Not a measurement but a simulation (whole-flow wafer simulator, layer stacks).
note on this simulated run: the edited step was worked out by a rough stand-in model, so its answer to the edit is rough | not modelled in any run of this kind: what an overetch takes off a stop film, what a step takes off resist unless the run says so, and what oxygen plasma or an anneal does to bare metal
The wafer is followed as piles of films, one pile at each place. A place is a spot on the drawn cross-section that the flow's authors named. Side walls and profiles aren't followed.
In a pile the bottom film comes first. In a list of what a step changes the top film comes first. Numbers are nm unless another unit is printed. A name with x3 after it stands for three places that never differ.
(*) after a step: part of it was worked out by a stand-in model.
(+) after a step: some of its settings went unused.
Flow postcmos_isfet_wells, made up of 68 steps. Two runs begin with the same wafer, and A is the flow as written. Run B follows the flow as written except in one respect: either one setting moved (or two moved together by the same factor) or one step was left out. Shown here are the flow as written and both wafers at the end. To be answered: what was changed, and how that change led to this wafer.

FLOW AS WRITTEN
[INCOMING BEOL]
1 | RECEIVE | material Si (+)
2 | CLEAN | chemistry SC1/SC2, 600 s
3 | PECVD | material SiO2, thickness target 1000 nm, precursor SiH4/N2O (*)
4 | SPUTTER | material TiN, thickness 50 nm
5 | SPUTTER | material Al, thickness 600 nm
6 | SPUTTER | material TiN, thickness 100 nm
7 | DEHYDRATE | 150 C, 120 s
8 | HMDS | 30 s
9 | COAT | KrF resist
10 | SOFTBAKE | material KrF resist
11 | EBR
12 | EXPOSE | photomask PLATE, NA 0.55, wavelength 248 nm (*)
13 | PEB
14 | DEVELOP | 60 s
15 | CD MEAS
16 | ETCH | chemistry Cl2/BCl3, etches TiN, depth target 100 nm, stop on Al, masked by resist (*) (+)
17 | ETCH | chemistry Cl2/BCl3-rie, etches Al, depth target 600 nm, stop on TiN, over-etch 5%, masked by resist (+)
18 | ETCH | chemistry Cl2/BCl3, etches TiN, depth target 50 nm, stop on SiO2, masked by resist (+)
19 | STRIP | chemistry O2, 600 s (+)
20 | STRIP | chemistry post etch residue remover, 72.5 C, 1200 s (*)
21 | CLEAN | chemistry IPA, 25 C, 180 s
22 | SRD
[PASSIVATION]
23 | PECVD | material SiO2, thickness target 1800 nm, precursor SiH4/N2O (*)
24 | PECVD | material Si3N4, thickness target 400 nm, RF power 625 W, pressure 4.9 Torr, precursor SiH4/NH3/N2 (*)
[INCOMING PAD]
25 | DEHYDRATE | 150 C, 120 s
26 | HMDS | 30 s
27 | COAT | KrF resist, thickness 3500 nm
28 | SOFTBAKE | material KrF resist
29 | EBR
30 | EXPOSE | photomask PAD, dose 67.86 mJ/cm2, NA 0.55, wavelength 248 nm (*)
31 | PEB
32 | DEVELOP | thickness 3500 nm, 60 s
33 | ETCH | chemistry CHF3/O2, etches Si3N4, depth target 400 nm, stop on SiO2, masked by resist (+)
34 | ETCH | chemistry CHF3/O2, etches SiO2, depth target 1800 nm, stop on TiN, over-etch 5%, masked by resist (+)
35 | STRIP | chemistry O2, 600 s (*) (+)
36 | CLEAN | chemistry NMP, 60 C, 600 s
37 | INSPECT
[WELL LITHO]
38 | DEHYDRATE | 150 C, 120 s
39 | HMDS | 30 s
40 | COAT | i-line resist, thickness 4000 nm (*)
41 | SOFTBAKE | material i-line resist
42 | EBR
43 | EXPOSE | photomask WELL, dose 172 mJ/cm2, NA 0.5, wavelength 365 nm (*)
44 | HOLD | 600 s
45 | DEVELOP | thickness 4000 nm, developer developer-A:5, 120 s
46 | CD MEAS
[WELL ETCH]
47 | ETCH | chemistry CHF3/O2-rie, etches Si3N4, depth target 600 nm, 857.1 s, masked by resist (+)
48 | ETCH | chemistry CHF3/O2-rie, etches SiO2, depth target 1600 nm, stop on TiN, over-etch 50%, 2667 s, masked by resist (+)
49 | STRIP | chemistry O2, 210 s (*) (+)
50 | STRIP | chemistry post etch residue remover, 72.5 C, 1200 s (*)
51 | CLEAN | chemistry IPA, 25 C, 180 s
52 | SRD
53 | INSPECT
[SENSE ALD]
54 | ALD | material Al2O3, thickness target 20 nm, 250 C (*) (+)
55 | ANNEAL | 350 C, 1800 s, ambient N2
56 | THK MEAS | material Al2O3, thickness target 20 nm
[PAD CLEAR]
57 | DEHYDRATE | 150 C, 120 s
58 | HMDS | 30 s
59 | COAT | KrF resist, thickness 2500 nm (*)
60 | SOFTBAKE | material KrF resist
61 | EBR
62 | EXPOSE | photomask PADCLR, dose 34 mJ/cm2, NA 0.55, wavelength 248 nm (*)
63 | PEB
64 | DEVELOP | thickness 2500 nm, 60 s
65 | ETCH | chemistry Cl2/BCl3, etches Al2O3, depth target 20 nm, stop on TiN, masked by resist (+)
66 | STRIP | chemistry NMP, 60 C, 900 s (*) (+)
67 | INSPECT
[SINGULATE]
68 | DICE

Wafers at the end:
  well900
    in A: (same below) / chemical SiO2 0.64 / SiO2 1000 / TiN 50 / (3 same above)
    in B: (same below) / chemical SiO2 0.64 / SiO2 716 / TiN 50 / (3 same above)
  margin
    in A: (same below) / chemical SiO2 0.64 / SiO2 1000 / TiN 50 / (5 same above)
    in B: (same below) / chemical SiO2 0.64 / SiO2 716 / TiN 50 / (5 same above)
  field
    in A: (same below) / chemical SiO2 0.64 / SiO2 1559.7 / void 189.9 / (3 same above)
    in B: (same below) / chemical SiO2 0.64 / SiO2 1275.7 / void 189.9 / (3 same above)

The reason: step 3, PECVD: thickness target 716 nm was run, though the flow has thickness target 1000 nm.
The wafer lets one read it off: well900 has SiO2 716, and step 3 as written asks for 1000 nm.

How this came from the change, step by step:
  3 | PECVD | material SiO2, thickness target 1000 nm, precursor SiH4/N2O (*)
      field, margin, well900, well1300 x3, pad_rim, pad_clr, pad_open: A SiO2 gains 1000 (new film) | B SiO2 gains 716 (new film)
